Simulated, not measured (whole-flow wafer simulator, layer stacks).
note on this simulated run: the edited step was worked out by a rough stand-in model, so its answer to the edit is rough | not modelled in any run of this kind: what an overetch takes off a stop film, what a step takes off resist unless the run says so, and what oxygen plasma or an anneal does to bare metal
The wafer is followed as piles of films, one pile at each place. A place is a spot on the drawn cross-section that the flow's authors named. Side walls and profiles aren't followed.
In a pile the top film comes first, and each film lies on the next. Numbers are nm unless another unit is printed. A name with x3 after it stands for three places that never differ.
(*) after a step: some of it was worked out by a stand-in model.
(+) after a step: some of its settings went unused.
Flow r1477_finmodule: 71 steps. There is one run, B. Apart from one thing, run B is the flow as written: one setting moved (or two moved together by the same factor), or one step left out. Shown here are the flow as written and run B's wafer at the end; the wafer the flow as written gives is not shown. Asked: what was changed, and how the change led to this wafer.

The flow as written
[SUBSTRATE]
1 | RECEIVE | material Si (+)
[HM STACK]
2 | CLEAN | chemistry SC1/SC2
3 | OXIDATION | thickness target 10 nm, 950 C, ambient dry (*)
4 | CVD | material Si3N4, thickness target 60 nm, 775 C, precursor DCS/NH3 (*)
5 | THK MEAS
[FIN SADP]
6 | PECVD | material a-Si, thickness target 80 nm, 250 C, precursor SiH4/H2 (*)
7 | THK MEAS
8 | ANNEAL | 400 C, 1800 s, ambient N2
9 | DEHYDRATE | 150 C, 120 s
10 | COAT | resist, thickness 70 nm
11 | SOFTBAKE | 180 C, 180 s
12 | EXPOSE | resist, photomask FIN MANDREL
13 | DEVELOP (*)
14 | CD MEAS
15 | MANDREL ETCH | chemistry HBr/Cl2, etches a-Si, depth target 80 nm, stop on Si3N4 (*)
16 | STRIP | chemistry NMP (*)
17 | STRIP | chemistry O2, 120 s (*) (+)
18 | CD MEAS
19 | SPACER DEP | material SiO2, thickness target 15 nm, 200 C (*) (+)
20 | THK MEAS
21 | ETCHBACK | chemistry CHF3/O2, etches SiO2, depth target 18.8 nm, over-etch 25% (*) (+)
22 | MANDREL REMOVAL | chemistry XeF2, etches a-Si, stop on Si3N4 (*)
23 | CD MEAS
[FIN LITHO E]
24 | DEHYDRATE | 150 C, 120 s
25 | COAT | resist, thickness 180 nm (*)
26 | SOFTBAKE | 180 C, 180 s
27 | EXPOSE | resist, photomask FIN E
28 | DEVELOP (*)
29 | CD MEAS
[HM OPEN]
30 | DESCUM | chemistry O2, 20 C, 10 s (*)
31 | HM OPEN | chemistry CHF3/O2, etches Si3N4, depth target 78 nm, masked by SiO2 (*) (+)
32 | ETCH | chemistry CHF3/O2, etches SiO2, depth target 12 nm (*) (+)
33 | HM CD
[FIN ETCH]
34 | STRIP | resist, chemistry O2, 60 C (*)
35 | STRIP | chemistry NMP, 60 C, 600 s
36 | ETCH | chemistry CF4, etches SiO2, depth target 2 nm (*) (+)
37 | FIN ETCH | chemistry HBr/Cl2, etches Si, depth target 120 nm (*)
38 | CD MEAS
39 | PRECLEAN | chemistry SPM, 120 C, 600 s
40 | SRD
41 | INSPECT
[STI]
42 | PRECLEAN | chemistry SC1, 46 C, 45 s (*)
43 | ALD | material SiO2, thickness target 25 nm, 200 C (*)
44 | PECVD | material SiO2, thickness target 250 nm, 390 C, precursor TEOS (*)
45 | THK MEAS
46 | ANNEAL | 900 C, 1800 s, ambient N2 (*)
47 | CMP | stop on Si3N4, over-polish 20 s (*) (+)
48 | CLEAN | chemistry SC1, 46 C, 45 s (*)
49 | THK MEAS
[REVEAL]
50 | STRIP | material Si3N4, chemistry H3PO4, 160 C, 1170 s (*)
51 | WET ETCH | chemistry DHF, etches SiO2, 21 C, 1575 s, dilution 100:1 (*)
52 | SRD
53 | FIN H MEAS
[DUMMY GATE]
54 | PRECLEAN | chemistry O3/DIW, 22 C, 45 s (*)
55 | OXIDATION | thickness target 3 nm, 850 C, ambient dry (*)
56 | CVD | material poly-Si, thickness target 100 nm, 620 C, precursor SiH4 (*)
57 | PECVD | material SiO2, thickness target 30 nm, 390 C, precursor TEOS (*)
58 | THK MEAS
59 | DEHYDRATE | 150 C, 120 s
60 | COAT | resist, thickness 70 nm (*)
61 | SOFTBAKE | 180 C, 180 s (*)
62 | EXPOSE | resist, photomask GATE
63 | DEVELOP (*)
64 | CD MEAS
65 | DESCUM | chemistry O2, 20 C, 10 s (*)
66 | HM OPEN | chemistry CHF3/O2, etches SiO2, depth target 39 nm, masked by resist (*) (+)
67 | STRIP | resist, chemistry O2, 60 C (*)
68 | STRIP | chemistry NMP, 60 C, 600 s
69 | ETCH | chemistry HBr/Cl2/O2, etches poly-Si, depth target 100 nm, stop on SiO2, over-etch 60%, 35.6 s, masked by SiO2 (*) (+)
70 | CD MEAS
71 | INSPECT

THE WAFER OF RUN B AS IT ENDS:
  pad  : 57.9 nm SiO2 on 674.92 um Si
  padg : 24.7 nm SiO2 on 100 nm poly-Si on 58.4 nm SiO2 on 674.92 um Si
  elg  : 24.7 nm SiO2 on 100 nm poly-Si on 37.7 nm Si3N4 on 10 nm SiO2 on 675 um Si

Cause: step 37, FIN ETCH: depth target 75 nm was run, whereas the flow has depth target 120 nm.

How this came from the change, step by step:
  37 | FIN ETCH | chemistry HBr/Cl2, etches Si, depth target 120 nm (*)
      pad, padg, esg and 19 more: Si loses 75 (it would be, as written: Si loses 120)
      elg, e40lg, e100lg, e200lg, elo, e40lo, e100lo, e200lo: Si3N4 loses 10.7 (it would be, as written: Si3N4 loses 17.1)
      (as well as at 6 more places)
  43 | ALD | material SiO2, thickness target 25 nm, 200 C (*)
      s40cg, s45cg, s50cg, s40co, s45co, s50co: SiO2 gains 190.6 (new film) (it would be, as written: SiO2 gains 232.1 (new film))
      esg: SiO2 gains 155.7 (new film) (it would be, as written: SiO2 gains 194.3 (new film))
  47 | CMP | stop on Si3N4, over-polish 20 s (*) (+)
      pad, padg, e40sg and 11 more: SiO2 loses 116.8 (it would be, as written: SiO2 loses 71.8)
      elg, esg, e40lg and 6 more: SiO2 loses 248 (it would be, as written: SiO2 loses 241.6)
      (as well as at 1 more place)
  51 | WET ETCH | chemistry DHF, etches SiO2, 21 C, 1575 s, dilution 100:1 (*)
      elg, e40lg, e100lg, e200lg, elo, e40lo, e100lo, e200lo: SiO2 loses 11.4 (all of it), Si3N4 loses 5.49 (it would be, as written: SiO2 loses 17.8 (all of it), Si3N4 loses 4.97)
  56 | CVD | material poly-Si, thickness target 100 nm, 620 C, precursor SiH4 (*)
      esg: poly-Si gains 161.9 (new film) (it would be, as written: poly-Si gains 156 (new film))
  60 | COAT | resist, thickness 70 nm (*)
      e40sg, eso, e40so: resist gains 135 (new film) (it would be, as written: resist gains 129.5 (new film))
      e100sg, e100so: resist gains 135 (new film) (it would be, as written: resist gains 129.4 (new film))
      (as well as at 2 more places)
  63 | DEVELOP (*)
      eso, e40so: resist loses 135 (all of it) (it would be, as written: resist loses 129.5 (all of it))
      e100so: resist loses 135 (all of it) (it would be, as written: resist loses 129.4 (all of it))
      (as well as at 1 more place)
  67 | STRIP | resist, chemistry O2, 60 C (*)
      e40sg: resist loses 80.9 (all of it) (it would be, as written: resist loses 75.4 (all of it))
      e100sg: resist loses 80.9 (all of it) (it would be, as written: resist loses 75.3 (all of it))
      (as well as at 1 more place)
